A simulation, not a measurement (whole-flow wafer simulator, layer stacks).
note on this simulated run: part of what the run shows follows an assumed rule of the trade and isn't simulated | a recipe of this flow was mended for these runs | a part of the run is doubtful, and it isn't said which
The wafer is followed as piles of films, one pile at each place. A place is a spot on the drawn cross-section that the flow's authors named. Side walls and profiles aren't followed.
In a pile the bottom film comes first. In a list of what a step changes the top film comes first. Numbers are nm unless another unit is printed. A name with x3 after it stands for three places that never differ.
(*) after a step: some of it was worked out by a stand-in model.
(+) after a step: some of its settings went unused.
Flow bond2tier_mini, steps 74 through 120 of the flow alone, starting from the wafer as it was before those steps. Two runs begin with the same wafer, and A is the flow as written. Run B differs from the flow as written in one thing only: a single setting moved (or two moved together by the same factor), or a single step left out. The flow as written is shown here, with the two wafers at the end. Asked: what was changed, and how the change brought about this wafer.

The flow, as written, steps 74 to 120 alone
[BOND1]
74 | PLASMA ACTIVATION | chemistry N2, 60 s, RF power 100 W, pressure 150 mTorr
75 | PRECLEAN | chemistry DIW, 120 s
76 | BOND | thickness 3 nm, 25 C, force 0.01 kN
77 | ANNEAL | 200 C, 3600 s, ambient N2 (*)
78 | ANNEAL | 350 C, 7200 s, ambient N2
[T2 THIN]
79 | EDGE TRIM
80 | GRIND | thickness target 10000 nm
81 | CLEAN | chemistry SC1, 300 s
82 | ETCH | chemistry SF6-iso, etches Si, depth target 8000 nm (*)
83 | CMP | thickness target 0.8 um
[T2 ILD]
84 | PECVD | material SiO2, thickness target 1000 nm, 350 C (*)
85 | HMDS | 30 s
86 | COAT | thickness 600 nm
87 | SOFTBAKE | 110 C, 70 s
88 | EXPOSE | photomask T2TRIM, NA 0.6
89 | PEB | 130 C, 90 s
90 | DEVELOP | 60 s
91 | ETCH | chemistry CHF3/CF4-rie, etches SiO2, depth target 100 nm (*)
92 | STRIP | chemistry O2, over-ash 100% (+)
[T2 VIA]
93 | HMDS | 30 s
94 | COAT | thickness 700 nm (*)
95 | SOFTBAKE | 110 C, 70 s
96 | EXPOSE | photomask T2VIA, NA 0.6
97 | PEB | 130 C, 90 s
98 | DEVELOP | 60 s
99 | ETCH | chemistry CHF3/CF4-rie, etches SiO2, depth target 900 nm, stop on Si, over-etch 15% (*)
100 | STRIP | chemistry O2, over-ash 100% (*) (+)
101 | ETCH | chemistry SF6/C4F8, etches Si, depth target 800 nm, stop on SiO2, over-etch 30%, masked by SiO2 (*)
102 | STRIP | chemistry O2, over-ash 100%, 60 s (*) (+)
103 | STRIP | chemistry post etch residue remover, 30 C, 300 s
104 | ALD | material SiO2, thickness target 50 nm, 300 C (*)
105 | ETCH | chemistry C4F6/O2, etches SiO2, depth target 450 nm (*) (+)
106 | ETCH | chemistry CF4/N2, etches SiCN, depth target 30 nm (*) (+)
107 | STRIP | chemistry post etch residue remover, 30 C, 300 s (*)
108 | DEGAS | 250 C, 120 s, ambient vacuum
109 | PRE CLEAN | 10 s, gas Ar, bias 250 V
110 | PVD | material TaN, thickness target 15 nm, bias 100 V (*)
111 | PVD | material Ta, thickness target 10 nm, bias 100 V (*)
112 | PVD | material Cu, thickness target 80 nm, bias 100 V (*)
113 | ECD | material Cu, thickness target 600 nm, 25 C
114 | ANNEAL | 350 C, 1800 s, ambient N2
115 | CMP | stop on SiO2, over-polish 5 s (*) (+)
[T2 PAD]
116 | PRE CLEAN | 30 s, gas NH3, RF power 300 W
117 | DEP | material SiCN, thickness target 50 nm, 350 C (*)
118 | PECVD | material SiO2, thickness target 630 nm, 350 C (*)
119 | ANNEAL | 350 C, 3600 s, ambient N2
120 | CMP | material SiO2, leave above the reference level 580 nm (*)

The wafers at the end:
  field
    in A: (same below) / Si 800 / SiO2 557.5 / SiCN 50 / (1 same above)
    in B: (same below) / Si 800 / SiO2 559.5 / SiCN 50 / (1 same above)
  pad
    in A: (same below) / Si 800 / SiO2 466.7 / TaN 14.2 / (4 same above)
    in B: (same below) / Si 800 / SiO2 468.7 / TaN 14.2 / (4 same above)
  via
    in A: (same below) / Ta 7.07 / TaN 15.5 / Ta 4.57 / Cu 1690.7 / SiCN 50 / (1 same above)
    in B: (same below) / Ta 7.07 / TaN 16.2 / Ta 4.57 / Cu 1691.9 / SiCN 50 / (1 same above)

Cause: step 106, ETCH: depth target 27 nm was run, whereas the flow has depth target 30 nm.

How this came from the change, step by step:
  106 | ETCH | chemistry CF4/N2, etches SiCN, depth target 30 nm (*) (+)
      field, pad: A SiO2 loses 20 | B SiO2 loses 18
      via: A SiCN loses 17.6 (all of it), TaN loses 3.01 | B SiCN loses 17.6 (all of it), TaN loses 2.28
